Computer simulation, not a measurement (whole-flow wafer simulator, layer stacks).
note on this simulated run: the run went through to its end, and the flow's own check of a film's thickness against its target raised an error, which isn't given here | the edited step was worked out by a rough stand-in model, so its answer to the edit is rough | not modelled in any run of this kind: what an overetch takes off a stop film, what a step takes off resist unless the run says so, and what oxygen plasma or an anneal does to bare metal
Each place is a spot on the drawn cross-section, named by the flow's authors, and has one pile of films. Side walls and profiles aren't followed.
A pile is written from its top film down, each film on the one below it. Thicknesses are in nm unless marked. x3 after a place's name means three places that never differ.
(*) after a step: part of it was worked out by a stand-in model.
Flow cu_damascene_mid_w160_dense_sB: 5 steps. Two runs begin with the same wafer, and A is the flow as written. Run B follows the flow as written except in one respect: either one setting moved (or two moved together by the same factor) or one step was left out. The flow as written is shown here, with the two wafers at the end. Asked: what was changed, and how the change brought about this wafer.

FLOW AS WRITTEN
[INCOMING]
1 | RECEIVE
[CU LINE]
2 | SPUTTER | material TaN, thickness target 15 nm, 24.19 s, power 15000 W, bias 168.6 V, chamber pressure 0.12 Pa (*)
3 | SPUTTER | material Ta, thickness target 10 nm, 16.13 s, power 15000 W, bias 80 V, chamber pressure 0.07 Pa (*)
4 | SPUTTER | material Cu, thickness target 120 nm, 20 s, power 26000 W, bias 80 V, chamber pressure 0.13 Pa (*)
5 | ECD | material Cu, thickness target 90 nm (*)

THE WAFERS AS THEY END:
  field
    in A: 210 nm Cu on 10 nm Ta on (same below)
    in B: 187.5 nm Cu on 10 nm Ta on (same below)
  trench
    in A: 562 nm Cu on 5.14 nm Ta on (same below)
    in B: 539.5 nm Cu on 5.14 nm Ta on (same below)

What caused this: step 5, ECD: thickness target 67.5 nm was run, whereas the flow has thickness target 90 nm.

Step by step, how the change led to this:
  5 | ECD | material Cu, thickness target 90 nm (*)
      field: A Cu gains 90 | B Cu gains 67.5
      trench: A Cu gains 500 | B Cu gains 477.5
